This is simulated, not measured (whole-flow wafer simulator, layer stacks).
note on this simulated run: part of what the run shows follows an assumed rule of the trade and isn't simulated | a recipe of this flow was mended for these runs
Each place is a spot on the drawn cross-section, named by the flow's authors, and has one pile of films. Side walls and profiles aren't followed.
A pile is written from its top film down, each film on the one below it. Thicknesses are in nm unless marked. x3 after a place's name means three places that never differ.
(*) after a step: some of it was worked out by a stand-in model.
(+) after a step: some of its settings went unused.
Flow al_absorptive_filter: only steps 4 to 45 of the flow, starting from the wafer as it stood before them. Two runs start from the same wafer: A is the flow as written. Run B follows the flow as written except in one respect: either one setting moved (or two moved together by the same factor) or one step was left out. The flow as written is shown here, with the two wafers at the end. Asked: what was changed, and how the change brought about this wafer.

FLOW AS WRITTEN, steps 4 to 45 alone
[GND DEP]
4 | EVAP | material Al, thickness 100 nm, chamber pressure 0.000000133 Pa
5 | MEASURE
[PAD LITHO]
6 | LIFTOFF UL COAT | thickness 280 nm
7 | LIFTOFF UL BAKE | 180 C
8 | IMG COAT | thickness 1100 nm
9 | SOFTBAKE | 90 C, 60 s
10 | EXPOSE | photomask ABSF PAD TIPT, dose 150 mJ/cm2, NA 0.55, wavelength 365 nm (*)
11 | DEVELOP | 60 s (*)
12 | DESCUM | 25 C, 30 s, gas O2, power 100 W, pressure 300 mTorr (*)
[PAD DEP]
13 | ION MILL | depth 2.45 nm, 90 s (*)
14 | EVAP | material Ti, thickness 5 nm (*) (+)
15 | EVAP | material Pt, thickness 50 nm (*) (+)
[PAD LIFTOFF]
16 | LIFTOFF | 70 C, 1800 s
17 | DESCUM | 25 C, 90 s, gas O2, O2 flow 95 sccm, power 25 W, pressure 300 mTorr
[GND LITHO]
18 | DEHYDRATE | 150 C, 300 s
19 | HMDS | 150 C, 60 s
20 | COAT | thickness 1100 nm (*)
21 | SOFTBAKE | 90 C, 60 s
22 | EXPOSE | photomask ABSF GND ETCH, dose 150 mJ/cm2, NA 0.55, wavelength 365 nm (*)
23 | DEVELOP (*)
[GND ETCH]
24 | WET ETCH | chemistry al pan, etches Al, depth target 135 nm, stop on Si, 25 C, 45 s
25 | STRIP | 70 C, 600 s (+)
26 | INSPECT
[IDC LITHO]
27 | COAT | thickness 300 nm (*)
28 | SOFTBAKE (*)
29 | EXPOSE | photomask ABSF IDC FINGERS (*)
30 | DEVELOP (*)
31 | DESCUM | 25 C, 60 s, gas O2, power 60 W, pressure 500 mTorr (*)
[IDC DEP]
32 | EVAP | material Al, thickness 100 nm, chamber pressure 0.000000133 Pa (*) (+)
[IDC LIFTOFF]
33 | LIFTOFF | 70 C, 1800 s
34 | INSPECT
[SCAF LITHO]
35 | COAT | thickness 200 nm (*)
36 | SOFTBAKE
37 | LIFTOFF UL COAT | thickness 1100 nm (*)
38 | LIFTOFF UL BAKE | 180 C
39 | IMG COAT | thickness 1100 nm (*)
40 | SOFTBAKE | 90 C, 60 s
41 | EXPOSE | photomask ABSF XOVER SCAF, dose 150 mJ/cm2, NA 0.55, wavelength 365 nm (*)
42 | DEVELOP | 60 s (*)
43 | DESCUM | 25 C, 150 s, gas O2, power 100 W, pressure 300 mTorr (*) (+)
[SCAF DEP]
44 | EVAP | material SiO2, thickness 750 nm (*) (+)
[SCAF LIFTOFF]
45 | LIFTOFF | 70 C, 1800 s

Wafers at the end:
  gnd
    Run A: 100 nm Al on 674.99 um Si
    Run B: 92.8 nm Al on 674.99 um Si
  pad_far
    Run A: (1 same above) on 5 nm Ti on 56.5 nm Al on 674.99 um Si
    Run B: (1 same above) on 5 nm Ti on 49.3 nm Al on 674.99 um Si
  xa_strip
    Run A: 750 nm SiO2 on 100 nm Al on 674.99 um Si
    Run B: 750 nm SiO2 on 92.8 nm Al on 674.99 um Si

What caused this: step 4, EVAP: thickness 92.8 nm was run, whereas the flow has thickness 100 nm.
The wafer itself shows it: gnd has Al 92.8, and step 4 as written asks for 100 nm.

How this came from the change, step by step:
  4 | EVAP | material Al, thickness 100 nm, chamber pressure 0.000000133 Pa
      gnd, pad_far, pad_near and 11 more: A Al gains 100 (new film) | B Al gains 92.8 (new film)
  24 | WET ETCH | chemistry al pan, etches Al, depth target 135 nm, stop on Si, 25 C, 45 s
      res, xl_gap, idc_field, idc_line, idc_space: A Al loses 86.7 (all of it) | B Al loses 79.5 (all of it)
